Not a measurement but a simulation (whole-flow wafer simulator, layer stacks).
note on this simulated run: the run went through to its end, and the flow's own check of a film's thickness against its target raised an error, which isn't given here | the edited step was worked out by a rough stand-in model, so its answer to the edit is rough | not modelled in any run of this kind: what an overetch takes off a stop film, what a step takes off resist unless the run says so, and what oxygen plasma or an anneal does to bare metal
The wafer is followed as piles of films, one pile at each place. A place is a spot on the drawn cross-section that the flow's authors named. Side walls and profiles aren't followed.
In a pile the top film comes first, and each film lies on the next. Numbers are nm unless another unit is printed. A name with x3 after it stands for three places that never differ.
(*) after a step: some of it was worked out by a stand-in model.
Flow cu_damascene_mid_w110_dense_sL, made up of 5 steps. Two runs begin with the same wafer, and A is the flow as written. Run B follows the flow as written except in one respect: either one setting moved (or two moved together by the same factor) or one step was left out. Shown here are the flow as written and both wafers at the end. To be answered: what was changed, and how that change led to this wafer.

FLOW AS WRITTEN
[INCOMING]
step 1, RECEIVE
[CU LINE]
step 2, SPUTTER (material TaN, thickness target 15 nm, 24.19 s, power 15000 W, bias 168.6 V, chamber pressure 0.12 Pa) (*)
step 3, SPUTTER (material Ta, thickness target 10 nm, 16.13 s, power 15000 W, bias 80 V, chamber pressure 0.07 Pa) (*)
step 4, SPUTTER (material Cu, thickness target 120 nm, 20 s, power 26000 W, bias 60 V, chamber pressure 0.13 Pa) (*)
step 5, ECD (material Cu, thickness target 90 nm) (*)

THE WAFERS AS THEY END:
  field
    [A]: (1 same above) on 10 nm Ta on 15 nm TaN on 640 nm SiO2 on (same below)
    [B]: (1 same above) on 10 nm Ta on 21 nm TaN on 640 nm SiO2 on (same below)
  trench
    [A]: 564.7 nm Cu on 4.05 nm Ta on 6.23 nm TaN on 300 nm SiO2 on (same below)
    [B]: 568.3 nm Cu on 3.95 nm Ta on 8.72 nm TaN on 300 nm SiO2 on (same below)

What caused this: step 2, SPUTTER: thickness target 21 nm was run, whereas the flow has thickness target 15 nm; step 2, SPUTTER: 33.87 s was run, where the flow has 24.19 s.
One can read it off the wafer: field has TaN 21, and step 2 as written asks for 15 nm.

The path from the change to this, step by step:
  step 2, SPUTTER (material TaN, thickness target 15 nm, 24.19 s, power 15000 W, bias 168.6 V, chamber pressure 0.12 Pa) (*)
      field: A TaN gains 15 (new film) | B TaN gains 21 (new film)
      trench: A TaN gains 6.23 (new film) | B TaN gains 8.72 (new film)
  step 4, SPUTTER (material Cu, thickness target 120 nm, 20 s, power 26000 W, bias 60 V, chamber pressure 0.13 Pa) (*)
      trench: A Cu gains 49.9 (new film) | B Cu gains 48.9 (new film)
